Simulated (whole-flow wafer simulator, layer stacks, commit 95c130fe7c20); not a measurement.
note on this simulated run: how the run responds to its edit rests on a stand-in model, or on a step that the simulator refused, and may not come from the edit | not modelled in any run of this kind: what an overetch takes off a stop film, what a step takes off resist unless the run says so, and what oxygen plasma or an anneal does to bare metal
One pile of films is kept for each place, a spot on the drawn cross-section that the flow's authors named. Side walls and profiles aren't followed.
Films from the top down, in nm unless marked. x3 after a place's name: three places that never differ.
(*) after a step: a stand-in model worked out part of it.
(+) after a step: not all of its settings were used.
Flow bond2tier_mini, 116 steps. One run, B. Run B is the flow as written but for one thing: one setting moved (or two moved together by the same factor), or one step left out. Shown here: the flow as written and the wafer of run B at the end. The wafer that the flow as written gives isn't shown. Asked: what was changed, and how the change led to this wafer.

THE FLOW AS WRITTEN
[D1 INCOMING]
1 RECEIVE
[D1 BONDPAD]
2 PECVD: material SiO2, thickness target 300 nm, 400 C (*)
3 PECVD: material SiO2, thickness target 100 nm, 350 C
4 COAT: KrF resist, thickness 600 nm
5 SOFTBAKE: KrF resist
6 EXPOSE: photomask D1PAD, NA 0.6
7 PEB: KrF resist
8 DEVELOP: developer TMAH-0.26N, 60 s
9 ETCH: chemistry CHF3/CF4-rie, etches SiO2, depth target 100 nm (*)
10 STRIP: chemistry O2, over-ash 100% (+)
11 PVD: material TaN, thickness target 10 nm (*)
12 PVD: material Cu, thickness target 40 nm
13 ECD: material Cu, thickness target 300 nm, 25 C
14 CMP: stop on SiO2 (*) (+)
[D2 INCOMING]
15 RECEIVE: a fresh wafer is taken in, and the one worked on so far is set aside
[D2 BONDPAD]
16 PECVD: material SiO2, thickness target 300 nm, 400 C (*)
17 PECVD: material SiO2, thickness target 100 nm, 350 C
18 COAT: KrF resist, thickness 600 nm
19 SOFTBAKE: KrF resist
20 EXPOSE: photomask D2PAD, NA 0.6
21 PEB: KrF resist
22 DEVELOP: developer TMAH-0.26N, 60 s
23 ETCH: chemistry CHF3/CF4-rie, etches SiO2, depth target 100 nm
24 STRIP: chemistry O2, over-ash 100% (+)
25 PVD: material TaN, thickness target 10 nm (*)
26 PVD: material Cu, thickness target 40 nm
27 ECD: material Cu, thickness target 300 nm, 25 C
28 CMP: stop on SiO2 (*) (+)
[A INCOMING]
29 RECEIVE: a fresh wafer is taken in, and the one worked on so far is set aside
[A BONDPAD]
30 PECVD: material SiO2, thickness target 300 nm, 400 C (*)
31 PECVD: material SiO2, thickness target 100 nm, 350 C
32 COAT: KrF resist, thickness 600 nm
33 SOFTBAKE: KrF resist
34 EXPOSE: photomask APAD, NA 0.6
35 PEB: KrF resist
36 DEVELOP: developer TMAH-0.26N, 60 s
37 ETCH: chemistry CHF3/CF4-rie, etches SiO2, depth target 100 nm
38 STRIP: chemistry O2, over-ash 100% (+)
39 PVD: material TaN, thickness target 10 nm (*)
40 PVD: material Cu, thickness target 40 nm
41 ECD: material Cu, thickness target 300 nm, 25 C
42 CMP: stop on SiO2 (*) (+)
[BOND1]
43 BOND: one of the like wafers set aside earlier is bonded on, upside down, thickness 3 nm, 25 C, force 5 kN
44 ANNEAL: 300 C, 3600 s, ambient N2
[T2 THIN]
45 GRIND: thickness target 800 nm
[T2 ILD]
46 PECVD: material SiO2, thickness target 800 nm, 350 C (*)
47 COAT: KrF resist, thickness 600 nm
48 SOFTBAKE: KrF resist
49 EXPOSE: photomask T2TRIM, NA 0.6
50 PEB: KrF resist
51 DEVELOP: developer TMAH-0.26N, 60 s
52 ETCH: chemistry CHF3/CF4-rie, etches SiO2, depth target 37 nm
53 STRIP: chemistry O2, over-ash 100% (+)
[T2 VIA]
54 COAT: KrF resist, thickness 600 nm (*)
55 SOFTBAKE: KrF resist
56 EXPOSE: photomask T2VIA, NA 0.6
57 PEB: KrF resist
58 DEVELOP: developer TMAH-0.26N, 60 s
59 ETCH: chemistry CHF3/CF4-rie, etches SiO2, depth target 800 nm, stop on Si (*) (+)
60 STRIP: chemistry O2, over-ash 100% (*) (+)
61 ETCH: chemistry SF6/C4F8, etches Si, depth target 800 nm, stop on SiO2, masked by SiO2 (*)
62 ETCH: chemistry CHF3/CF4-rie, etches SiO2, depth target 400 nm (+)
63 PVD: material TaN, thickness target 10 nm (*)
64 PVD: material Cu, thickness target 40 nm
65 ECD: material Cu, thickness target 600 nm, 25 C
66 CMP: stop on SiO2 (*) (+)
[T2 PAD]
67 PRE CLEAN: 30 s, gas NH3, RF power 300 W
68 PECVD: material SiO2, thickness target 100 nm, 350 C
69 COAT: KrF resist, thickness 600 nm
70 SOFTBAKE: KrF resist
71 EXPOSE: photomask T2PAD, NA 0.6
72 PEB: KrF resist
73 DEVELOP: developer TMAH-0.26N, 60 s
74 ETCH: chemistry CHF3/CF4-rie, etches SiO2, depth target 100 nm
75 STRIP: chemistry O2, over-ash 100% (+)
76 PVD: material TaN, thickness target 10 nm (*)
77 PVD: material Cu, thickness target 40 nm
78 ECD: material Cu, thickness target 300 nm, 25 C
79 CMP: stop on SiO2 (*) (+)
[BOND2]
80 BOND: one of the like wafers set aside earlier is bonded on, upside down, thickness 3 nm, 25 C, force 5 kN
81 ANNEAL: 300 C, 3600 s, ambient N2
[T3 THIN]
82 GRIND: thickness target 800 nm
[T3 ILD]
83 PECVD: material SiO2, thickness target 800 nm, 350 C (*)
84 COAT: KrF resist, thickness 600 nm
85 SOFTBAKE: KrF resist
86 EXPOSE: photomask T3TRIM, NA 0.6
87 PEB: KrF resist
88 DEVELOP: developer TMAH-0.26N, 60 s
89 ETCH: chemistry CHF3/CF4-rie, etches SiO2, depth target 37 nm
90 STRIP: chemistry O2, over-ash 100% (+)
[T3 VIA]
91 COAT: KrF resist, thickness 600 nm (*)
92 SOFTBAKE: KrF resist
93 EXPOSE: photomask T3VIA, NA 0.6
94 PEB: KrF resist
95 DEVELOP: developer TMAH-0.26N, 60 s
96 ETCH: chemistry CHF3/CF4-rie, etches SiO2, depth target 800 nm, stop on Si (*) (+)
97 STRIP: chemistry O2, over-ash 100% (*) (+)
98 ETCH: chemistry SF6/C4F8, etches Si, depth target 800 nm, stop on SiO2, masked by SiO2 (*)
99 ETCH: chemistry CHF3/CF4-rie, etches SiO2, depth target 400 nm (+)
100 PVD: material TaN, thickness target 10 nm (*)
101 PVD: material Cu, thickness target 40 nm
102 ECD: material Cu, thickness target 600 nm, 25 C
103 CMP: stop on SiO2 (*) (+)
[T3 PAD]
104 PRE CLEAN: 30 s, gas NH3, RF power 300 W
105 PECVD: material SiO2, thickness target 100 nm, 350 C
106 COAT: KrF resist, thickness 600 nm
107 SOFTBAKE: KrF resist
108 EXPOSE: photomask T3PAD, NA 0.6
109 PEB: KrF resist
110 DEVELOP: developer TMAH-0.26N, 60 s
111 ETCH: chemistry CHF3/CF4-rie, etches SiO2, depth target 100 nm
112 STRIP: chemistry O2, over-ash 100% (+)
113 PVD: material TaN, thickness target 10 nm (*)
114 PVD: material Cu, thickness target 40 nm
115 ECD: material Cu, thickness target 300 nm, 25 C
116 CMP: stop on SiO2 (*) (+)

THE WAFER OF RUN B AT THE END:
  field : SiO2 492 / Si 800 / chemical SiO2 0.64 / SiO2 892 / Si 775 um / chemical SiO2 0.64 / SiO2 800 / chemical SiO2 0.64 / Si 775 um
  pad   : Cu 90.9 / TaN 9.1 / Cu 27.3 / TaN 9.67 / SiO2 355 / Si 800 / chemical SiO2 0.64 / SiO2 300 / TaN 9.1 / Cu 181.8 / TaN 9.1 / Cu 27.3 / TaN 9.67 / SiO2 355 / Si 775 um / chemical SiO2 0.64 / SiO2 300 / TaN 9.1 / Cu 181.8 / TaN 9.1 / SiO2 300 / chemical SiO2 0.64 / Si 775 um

The cause: step 45, GRIND: thickness target 800 nm, was left out.

How the change led to this, step by step:
  (no step that both runs have acts differently)
